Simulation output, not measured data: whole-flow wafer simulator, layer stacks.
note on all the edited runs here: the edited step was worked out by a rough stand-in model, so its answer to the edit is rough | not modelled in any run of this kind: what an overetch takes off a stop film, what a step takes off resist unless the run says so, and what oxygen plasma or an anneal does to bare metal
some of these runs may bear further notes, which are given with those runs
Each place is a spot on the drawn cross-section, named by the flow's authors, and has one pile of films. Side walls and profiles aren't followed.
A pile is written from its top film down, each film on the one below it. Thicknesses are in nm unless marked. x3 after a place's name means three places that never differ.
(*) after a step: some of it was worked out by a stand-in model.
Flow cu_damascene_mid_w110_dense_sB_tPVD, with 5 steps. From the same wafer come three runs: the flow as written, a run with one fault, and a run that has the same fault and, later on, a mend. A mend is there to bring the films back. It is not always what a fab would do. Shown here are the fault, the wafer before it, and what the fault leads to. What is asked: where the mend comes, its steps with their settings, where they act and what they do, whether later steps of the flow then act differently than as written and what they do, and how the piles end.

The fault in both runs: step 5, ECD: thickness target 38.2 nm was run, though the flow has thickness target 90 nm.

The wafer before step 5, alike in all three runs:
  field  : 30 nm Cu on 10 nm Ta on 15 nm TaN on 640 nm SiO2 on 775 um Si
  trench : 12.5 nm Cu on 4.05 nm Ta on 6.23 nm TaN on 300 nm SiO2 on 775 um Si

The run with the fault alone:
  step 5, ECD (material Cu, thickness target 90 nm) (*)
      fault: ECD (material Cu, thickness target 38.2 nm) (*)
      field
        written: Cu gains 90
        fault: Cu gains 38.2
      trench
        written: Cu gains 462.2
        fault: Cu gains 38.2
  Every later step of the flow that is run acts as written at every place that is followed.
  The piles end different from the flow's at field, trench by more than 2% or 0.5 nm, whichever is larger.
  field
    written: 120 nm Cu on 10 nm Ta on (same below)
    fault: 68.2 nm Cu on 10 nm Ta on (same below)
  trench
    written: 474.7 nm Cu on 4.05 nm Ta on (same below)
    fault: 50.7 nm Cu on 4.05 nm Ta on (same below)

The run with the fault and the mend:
  The mend stands after step 5.
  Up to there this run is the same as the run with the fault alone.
  step 5a, ECD (material Cu, thickness target 51.8 nm) (*) (a further turn of the flow's step 5, with different settings)
      field
        Cu gains 51.8
      trench
        Cu gains 424
  Every later step of the flow that is run acts as written at every place that is followed.
  At every place that both follow, the piles at the end match the flow's.
